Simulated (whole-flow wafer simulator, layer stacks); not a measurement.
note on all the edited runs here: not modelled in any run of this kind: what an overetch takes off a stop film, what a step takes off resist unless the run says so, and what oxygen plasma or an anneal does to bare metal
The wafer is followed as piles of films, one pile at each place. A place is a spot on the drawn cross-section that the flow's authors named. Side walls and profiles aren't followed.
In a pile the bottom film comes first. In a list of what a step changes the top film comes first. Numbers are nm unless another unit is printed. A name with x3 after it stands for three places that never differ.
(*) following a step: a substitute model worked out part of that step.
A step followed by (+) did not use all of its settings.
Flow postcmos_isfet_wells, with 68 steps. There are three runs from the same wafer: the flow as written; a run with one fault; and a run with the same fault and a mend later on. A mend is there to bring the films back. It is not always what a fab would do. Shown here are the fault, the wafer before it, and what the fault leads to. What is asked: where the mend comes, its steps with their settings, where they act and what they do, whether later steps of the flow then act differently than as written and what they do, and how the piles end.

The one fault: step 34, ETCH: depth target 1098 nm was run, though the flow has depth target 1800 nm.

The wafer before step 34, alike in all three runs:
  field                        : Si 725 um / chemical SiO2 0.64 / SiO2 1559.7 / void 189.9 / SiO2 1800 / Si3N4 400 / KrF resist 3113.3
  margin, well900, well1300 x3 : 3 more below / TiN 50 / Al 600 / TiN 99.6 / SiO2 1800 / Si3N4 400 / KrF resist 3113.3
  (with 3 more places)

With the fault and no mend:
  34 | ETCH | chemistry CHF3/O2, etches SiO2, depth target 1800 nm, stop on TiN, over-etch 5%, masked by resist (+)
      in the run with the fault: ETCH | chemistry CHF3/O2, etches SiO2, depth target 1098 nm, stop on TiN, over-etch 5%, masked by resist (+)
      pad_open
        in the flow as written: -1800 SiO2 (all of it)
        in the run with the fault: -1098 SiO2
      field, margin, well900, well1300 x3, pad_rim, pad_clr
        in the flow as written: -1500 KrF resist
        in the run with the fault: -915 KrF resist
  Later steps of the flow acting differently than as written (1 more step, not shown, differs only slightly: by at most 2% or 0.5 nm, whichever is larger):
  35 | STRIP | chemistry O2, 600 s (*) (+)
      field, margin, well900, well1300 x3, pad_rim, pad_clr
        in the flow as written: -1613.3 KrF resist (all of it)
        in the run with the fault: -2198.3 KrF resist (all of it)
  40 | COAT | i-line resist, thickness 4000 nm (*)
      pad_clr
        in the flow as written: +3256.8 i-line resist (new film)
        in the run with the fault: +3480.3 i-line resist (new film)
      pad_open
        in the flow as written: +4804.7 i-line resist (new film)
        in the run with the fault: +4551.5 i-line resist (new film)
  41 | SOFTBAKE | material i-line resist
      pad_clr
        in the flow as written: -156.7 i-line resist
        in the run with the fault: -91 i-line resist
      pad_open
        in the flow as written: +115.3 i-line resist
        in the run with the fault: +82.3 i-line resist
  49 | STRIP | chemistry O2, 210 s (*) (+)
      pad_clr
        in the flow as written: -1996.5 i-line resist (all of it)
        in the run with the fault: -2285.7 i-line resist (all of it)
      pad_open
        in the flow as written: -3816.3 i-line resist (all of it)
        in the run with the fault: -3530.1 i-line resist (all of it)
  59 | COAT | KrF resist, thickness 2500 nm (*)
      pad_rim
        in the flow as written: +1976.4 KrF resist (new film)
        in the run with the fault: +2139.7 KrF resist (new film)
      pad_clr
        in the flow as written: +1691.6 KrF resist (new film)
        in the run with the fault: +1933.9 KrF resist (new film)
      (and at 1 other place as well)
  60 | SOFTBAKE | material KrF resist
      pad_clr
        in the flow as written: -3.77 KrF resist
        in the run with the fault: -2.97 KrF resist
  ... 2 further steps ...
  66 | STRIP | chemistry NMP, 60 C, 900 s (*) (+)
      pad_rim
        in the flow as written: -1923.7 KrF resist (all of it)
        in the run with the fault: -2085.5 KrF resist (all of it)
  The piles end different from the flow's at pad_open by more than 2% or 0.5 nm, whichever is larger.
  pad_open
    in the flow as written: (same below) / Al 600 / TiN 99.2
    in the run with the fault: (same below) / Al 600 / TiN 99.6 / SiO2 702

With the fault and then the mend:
  The mend stands after step 34.
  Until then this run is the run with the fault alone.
  34a | ETCH | chemistry CHF3/O2, etches SiO2, depth target 702 nm, stop on TiN, over-etch 5%, masked by resist (a further turn of the flow's step 34, with different settings)
      field, margin, well900, well1300 x3, pad_rim, pad_clr
        -585 KrF resist
      pad_open
        -702 SiO2 (all of it)
  Every later step of the flow that is run acts as written at every place that is followed.
  The piles end the same as the flow's at every place that both follow.
